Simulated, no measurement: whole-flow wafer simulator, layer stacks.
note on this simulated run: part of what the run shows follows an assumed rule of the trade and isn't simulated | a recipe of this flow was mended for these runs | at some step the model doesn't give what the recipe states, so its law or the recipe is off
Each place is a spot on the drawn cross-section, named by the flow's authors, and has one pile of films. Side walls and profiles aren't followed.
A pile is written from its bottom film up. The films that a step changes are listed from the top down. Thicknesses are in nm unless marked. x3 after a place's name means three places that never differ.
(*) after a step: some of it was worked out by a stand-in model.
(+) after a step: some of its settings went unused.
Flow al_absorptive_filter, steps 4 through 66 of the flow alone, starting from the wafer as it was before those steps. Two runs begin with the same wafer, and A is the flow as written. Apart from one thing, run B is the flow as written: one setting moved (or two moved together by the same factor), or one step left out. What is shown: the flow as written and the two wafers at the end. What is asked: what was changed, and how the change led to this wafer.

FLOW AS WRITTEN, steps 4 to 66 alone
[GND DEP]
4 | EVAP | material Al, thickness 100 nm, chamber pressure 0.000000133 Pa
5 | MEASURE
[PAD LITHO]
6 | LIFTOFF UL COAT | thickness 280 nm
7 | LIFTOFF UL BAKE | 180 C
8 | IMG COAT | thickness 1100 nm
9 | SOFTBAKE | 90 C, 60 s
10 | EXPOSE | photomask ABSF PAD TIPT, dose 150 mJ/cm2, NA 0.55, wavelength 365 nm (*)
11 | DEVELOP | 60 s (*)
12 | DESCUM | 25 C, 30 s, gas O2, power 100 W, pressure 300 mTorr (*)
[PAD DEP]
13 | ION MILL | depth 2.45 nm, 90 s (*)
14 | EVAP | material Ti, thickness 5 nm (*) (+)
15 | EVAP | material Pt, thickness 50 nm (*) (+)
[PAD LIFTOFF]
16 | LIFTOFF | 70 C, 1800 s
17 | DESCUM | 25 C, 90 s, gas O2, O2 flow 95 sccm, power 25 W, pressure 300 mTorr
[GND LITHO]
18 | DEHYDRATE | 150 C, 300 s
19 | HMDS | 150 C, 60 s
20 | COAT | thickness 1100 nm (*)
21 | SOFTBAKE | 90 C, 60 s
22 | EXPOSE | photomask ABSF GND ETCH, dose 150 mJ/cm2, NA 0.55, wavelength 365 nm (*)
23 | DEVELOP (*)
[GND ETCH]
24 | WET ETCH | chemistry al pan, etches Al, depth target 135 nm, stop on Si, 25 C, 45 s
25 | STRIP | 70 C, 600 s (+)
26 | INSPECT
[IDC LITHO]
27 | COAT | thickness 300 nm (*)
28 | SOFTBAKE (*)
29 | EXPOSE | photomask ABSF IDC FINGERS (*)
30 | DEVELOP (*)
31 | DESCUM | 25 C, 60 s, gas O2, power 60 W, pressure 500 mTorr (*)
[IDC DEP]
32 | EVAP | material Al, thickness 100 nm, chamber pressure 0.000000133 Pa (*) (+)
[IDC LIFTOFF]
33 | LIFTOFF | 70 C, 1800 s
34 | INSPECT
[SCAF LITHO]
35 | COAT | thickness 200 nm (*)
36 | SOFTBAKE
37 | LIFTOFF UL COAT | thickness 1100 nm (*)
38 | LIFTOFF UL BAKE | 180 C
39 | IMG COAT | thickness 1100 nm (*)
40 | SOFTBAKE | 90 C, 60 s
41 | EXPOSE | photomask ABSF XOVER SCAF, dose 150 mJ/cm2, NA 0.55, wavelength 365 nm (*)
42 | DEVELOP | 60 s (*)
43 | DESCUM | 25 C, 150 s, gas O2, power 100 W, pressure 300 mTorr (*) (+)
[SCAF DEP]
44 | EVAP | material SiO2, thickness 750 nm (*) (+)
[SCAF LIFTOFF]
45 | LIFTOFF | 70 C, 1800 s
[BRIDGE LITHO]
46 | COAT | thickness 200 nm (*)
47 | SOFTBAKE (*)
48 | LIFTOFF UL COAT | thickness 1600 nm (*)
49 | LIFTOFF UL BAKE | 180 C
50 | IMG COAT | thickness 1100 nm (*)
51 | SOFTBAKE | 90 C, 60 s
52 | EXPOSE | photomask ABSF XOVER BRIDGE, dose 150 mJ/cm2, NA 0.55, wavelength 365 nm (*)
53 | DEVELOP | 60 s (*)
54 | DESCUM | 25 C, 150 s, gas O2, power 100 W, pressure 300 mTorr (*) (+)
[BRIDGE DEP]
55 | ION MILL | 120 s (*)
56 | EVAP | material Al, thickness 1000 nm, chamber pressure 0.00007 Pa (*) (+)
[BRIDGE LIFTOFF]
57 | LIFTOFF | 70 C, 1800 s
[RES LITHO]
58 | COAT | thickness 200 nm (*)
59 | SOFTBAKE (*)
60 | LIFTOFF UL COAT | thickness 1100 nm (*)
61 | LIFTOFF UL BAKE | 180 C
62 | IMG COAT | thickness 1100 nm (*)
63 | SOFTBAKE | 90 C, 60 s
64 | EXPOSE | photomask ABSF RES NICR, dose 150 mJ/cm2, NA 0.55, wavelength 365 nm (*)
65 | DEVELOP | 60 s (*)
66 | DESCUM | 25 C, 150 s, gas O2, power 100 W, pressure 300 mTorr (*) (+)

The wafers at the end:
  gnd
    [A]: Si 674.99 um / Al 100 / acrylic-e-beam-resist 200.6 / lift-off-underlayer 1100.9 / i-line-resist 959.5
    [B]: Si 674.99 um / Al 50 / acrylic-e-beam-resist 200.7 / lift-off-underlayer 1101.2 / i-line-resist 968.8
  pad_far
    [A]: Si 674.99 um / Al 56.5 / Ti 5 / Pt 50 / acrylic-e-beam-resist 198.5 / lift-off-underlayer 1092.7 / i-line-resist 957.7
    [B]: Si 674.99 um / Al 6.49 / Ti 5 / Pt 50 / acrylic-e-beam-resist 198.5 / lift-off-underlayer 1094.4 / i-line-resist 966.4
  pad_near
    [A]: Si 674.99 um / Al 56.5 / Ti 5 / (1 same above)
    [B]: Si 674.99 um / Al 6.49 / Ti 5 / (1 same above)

What caused this: step 4, EVAP: thickness 50 nm was run, while the flow as written has thickness 100 nm.
One can read it off the wafer: gnd has Al 50, and step 4 as written asks for 100 nm.

How this came from the change, step by step:
  4 | EVAP | material Al, thickness 100 nm, chamber pressure 0.000000133 Pa
      gnd, pad_far, pad_near and 11 more: A Al gains 100 (new film) | B Al gains 50 (new film)
  24 | WET ETCH | chemistry al pan, etches Al, depth target 135 nm, stop on Si, 25 C, 45 s
      res, xl_gap, idc_field, idc_line, idc_space: A Al loses 86.7 (all of it) | B Al loses 36.7 (all of it)
  27 | COAT | thickness 300 nm (*)
      ledge: A e-beam-resist gains 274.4 (new film) | B e-beam-resist gains 289.1 (new film)
      res: A e-beam-resist gains 349.6 (new film) | B e-beam-resist gains 325.8 (new film)
      (and at 2 other places as well)
  33 | LIFTOFF | 70 C, 1800 s
      ledge: A Al loses 100 (all of it), e-beam-resist loses 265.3 (all of it) | B Al loses 100 (all of it), e-beam-resist loses 280 (all of it)
      res: A Al loses 100 (all of it), e-beam-resist loses 340.6 (all of it) | B Al loses 100 (all of it), e-beam-resist loses 316.7 (all of it)
      (and at 2 other places as well)
  35 | COAT | thickness 200 nm (*)
      ledge: A acrylic-e-beam-resist gains 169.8 (new film) | B acrylic-e-beam-resist gains 186.6 (new film)
      res: A acrylic-e-beam-resist gains 231.4 (new film) | B acrylic-e-beam-resist gains 216.9 (new film)
      (and at 2 other places as well)
  37 | LIFTOFF UL COAT | thickness 1100 nm (*)
      res: A lift-off-underlayer gains 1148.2 (new film) | B lift-off-underlayer gains 1124.5 (new film)
  43 | DESCUM | 25 C, 150 s, gas O2, power 100 W, pressure 300 mTorr (*) (+)
      gnd, pad_far, pad_near and 7 more: A i-line-resist loses 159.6 | B i-line-resist loses 140
      xl_gap: A acrylic-e-beam-resist loses 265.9 (all of it) | B acrylic-e-beam-resist loses 233.4 (all of it)
      (and at 1 other place as well)
  45 | LIFTOFF | 70 C, 1800 s
      gnd, xa_field, xl_land, idc_field: A SiO2 loses 750 (all of it), i-line-resist loses 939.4 (all of it), lift-off-underlayer loses 1100 (all of it), acrylic-e-beam-resist loses 200 (all of it) | B SiO2 loses 750 (all of it), i-line-resist loses 958.9 (all of it), lift-off-underlayer loses 1100 (all of it), acrylic-e-beam-resist loses 200 (all of it)
      pad_far: A SiO2 loses 750 (all of it), i-line-resist loses 937 (all of it), lift-off-underlayer loses 1092.7 (all of it), acrylic-e-beam-resist loses 198.5 (all of it) | B SiO2 loses 750 (all of it), i-line-resist loses 956.5 (all of it), lift-off-underlayer loses 1094.4 (all of it), acrylic-e-beam-resist loses 198.5 (all of it)
      (and at 4 other places as well)
  46 | COAT | thickness 200 nm (*)
      ledge: A acrylic-e-beam-resist gains 169.8 (new film) | B acrylic-e-beam-resist gains 186.6 (new film)
      res: A acrylic-e-beam-resist gains 231.4 (new film) | B acrylic-e-beam-resist gains 216.9 (new film)
      (and at 2 other places as well)
  54 | DESCUM | 25 C, 150 s, gas O2, power 100 W, pressure 300 mTorr (*) (+)
      xl_gap: A acrylic-e-beam-resist loses 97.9 (all of it) | B acrylic-e-beam-resist loses 82.9 (all of it)
      xl_turn: A acrylic-e-beam-resist loses 141.8 (all of it) | B acrylic-e-beam-resist loses 150.2 (all of it)
  57 | LIFTOFF | 70 C, 1800 s
      ledge: A Al loses 1000 (all of it), i-line-resist loses 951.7 (all of it), lift-off-underlayer loses 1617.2 (all of it), acrylic-e-beam-resist loses 169.8 (all of it) | B Al loses 1000 (all of it), i-line-resist loses 946.1 (all of it), lift-off-underlayer loses 1609 (all of it), acrylic-e-beam-resist loses 186.6 (all of it)
      res: A Al loses 1000 (all of it), i-line-resist loses 954.3 (all of it), lift-off-underlayer loses 1653.2 (all of it), acrylic-e-beam-resist loses 231.4 (all of it) | B Al loses 1000 (all of it), i-line-resist loses 947.8 (all of it), lift-off-underlayer loses 1627 (all of it), acrylic-e-beam-resist loses 216.9 (all of it)
  58 | COAT | thickness 200 nm (*)
      ledge: A acrylic-e-beam-resist gains 169.8 (new film) | B acrylic-e-beam-resist gains 186.6 (new film)
      res: A acrylic-e-beam-resist gains 231.4 (new film) | B acrylic-e-beam-resist gains 216.9 (new film)
      (and at 2 other places as well)
  60 | LIFTOFF UL COAT | thickness 1100 nm (*)
      res: A lift-off-underlayer gains 1148.2 (new film) | B lift-off-underlayer gains 1124.5 (new film)
      xl_gap: A lift-off-underlayer gains 831.4 (new film) | B lift-off-underlayer gains 802.4 (new film)
  65 | DEVELOP | 60 s (*)
      res: A i-line-resist loses 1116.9 (all of it), lift-off-underlayer loses 1148.2 (all of it) | B i-line-resist loses 1108.4 (all of it), lift-off-underlayer loses 1124.5 (all of it)
  66 | DESCUM | 25 C, 150 s, gas O2, power 100 W, pressure 300 mTorr (*) (+)
      gnd, pad_far, xa_field and 8 more: A i-line-resist loses 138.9 | B i-line-resist loses 130.1
      ledge: A acrylic-e-beam-resist loses 169.8 (all of it) | B acrylic-e-beam-resist loses 186.6 (all of it)
      (and at 1 other place as well)
